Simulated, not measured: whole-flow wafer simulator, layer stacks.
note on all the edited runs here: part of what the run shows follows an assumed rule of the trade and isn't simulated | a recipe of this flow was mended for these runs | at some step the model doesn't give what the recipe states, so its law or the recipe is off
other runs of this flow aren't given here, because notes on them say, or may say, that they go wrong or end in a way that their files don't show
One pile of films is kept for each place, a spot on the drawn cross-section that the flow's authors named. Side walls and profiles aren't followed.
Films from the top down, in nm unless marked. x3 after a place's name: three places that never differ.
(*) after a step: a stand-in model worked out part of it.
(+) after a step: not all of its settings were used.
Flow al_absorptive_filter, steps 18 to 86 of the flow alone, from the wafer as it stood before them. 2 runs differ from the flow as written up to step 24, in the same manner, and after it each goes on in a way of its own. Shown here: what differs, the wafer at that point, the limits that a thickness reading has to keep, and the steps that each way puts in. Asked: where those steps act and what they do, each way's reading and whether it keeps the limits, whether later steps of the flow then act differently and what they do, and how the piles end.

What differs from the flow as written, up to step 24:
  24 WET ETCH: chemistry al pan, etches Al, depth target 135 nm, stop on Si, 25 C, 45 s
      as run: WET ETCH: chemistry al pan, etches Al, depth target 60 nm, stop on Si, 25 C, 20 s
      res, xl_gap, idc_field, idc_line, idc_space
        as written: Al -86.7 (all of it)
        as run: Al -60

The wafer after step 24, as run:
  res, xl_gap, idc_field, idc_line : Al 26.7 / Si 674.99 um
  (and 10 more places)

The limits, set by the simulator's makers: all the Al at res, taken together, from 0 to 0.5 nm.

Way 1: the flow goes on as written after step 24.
  The reading after step 24: 26.7 nm, outside the limits.
  Later steps of the flow that act differently than as written (20 more steps differ only slightly, by at most 2% or 0.5 nm, whichever is larger, and aren't shown):
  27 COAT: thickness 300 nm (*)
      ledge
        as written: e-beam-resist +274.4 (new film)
        this way: e-beam-resist +282.2 (new film)
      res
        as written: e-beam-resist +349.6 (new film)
        this way: e-beam-resist +337 (new film)
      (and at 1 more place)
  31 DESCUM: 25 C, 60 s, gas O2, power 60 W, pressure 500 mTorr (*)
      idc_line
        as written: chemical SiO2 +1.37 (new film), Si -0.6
        this way: nothing
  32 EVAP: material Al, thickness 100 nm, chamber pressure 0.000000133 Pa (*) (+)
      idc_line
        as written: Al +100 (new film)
        this way: Al +100
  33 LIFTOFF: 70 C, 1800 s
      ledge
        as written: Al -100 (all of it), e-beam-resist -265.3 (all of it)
        this way: Al -100 (all of it), e-beam-resist -273.2 (all of it)
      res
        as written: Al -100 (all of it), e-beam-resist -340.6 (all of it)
        this way: Al -100 (all of it), e-beam-resist -327.9 (all of it)
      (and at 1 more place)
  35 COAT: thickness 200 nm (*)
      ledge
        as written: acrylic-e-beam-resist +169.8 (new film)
        this way: acrylic-e-beam-resist +178.7 (new film)
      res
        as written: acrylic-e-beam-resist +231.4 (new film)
        this way: acrylic-e-beam-resist +223.9 (new film)
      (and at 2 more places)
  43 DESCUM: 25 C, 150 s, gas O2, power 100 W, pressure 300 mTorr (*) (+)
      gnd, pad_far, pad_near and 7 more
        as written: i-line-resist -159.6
        this way: i-line-resist -149.2
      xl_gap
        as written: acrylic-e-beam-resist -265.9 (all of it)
        this way: acrylic-e-beam-resist -248.7 (all of it)
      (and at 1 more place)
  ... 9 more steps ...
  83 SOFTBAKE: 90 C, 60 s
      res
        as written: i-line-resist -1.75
        this way: i-line-resist -2.59
  At the end the piles differ from the flow's by more than 2% or 0.5 nm, whichever is larger, at res, xl_gap, idc_field, idc_line, idc_space.
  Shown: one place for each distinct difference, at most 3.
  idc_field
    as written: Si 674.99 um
    this way: Al 26.7 / Si 674.99 um
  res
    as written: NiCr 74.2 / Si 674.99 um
    this way: NiCr 74.2 / Al 26.7 / Si 674.99 um
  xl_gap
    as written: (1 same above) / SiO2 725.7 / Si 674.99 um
    this way: (1 same above) / SiO2 725.7 / Al 26.7 / Si 674.99 um

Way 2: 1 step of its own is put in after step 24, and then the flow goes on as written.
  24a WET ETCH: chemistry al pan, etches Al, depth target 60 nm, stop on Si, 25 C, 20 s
      res, xl_gap, idc_field, idc_line, idc_space
        Al -26.7 (all of it)
  The reading after step 24a: 0 nm, within the limits.
  No later step of the flow acts differently than as written at any place that is followed.
  At the end the piles are the same as the flow's at every place that both follow.

Within the limits: way 2. Outside them: way 1.
